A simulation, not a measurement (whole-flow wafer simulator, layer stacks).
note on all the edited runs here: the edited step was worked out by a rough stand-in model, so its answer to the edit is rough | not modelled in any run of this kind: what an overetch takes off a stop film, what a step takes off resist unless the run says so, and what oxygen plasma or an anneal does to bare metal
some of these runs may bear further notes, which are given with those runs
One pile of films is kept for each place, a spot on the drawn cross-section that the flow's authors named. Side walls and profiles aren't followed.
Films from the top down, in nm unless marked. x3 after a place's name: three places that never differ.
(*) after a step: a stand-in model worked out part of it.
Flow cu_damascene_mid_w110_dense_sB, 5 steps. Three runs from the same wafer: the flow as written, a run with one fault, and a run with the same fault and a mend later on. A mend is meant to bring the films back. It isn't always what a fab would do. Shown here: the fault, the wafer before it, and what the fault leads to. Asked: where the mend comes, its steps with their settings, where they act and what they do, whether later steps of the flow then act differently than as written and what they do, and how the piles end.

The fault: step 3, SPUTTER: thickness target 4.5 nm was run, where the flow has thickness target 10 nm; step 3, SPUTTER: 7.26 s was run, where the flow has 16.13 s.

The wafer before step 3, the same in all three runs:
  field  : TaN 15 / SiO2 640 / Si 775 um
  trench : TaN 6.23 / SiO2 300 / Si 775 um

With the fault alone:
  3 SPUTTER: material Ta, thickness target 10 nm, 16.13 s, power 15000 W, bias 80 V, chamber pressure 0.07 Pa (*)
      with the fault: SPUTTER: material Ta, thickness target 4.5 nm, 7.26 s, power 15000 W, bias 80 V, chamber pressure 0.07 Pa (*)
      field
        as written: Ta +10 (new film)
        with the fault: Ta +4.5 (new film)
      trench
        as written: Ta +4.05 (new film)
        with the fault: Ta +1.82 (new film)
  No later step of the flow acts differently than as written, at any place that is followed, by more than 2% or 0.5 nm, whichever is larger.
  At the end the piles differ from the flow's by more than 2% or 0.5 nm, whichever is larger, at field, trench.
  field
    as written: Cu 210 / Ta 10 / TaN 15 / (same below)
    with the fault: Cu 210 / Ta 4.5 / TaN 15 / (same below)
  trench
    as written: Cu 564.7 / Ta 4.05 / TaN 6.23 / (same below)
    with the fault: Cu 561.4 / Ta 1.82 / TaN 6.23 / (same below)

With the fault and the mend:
  The mend comes after step 3.
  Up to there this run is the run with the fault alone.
  3a SPUTTER: material Ta, thickness target 5.5 nm, 8.871 s, power 15000 W, bias 80 V, chamber pressure 0.07 Pa (*) (the flow's step 3 once more, with other settings)
      field
        Ta +5.5
      trench
        Ta +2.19
  No later step of the flow acts differently than as written at any place that is followed.
  At the end the piles differ from the flow's only slightly at the places that both follow, by at most 2% or 0.5 nm, whichever is larger.
